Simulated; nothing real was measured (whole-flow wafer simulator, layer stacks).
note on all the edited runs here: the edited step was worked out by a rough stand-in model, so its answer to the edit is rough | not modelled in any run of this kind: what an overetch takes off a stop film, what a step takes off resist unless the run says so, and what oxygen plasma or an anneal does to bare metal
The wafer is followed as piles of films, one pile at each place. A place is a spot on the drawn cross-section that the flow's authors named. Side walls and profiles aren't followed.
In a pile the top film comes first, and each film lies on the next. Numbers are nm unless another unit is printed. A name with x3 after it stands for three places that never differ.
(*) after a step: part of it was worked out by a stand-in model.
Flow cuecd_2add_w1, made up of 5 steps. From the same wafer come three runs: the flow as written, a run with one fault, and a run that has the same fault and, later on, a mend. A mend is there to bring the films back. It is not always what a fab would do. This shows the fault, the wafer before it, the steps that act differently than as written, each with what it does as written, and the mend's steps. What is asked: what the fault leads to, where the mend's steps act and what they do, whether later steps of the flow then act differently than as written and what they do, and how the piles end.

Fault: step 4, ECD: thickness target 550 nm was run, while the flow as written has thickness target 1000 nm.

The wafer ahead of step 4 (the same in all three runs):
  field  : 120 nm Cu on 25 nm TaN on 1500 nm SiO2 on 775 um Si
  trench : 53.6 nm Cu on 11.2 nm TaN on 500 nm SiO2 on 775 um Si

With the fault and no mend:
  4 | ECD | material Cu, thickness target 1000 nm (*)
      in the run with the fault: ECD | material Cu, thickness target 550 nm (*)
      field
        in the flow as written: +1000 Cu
        in the run with the fault: +550 Cu
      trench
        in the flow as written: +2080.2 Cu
        in the run with the fault: +1630.2 Cu
  Every later step of the flow that is run acts as written at every place that is followed.
  The piles end different from the flow's at field, trench by more than 2% or 0.5 nm, whichever is larger.
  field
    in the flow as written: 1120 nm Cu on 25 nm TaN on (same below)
    in the run with the fault: 670 nm Cu on 25 nm TaN on (same below)
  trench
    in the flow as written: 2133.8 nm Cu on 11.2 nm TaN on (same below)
    in the run with the fault: 1683.8 nm Cu on 11.2 nm TaN on (same below)

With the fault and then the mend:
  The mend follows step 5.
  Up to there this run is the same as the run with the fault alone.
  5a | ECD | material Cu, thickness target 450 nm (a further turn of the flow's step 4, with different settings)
      field, trench
        +450 Cu
  Every later step of the flow that is run acts as written at every place that is followed.
  The piles end the same as the flow's at every place that both follow.
